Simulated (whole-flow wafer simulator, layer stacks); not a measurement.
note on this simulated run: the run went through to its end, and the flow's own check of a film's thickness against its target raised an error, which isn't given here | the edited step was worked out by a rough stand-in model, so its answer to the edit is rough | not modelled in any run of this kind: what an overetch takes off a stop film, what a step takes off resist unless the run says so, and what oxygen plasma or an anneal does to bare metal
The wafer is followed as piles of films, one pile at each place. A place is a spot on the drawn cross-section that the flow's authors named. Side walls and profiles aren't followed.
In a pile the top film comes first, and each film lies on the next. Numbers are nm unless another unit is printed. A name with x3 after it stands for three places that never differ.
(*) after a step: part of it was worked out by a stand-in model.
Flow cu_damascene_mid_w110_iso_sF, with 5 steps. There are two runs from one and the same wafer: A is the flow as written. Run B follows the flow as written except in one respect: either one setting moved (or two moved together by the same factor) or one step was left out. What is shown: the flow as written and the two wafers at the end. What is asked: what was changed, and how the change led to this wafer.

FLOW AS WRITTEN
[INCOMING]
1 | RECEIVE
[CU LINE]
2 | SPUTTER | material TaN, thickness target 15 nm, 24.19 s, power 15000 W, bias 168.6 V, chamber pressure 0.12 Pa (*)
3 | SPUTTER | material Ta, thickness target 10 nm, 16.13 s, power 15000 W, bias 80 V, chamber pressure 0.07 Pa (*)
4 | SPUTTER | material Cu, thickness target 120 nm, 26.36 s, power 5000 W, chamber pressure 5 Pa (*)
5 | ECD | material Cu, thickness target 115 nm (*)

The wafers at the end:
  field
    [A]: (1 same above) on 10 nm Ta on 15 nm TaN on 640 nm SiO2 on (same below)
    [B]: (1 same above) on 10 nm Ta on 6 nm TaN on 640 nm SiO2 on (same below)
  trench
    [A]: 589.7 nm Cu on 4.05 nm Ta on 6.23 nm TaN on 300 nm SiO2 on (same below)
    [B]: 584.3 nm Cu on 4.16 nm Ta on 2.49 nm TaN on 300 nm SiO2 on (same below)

The reason: step 2, SPUTTER: thickness target 6 nm was run, though the flow has thickness target 15 nm; step 2, SPUTTER: 9.68 s was run, where the flow has 24.19 s.
The wafer itself shows it: field has TaN 6, and step 2 as written asks for 15 nm.

How this came from the change, step by step:
  2 | SPUTTER | material TaN, thickness target 15 nm, 24.19 s, power 15000 W, bias 168.6 V, chamber pressure 0.12 Pa (*)
      field: A TaN gains 15 (new film) | B TaN gains 6 (new film)
      trench: A TaN gains 6.23 (new film) | B TaN gains 2.49 (new film)
  4 | SPUTTER | material Cu, thickness target 120 nm, 26.36 s, power 5000 W, chamber pressure 5 Pa (*)
      trench: A Cu gains 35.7 (new film) | B Cu gains 36.8 (new film)
